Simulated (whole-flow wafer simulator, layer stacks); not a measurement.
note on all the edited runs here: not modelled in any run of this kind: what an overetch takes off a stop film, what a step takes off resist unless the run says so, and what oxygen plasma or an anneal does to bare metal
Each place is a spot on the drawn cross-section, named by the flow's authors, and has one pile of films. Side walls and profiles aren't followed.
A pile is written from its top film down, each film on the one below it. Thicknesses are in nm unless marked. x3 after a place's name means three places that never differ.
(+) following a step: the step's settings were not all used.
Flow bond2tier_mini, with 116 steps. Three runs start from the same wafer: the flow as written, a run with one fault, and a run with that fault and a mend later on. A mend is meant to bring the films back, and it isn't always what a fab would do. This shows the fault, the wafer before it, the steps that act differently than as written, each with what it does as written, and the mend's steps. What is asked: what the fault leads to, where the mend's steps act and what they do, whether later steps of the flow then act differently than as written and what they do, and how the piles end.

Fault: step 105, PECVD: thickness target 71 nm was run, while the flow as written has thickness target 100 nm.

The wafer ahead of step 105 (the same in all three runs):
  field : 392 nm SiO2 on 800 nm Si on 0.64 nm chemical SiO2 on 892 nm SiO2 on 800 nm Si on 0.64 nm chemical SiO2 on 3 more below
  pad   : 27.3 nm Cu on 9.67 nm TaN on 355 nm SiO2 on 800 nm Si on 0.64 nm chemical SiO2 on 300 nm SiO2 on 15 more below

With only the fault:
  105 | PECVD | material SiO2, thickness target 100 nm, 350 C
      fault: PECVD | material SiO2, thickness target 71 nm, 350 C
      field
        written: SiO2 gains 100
        fault: SiO2 gains 71
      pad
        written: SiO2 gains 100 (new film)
        fault: SiO2 gains 71 (new film)
  Steps later in the flow that act otherwise than as written (1 other step is not shown; it differs only slightly, by no more than 2% or 0.5 nm, whichever is larger):
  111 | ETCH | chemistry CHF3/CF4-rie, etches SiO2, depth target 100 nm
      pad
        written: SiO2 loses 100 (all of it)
        fault: SiO2 loses 71 (all of it), Cu loses 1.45
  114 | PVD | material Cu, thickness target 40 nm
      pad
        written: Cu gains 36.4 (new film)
        fault: Cu gains 37.4 (new film)
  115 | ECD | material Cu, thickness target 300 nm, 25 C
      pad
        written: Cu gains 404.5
        fault: Cu gains 375.7
  The piles end different from the flow's at field, pad by more than 2% or 0.5 nm, whichever is larger.
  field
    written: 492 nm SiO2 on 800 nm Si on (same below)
    fault: 463 nm SiO2 on 800 nm Si on (same below)
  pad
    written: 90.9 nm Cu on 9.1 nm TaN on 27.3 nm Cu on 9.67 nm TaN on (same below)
    fault: 63.1 nm Cu on 9.39 nm TaN on 25.9 nm Cu on 9.67 nm TaN on (same below)

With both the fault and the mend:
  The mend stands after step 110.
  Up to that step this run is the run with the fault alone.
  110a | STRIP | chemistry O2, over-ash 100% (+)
      field
        KrF resist loses 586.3 (all of it)
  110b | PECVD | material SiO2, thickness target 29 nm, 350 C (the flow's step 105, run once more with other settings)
      field, pad
        SiO2 gains 29
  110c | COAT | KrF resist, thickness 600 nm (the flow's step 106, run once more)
      field, pad
        KrF resist gains 600 (new film)
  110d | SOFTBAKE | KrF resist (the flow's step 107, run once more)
      leaves every film unchanged at each place that is followed
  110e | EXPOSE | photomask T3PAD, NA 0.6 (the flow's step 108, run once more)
      leaves every film unchanged at each place that is followed
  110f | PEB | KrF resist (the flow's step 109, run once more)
      leaves every film unchanged at each place that is followed
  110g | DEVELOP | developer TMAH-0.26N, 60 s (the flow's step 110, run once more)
      field
        KrF resist loses 13.7
      pad
        KrF resist loses 600 (all of it)
  None of the later steps of the flow acts differently than as written at any place that is followed.
  By the end, the piles equal the flow's at every place that both follow.
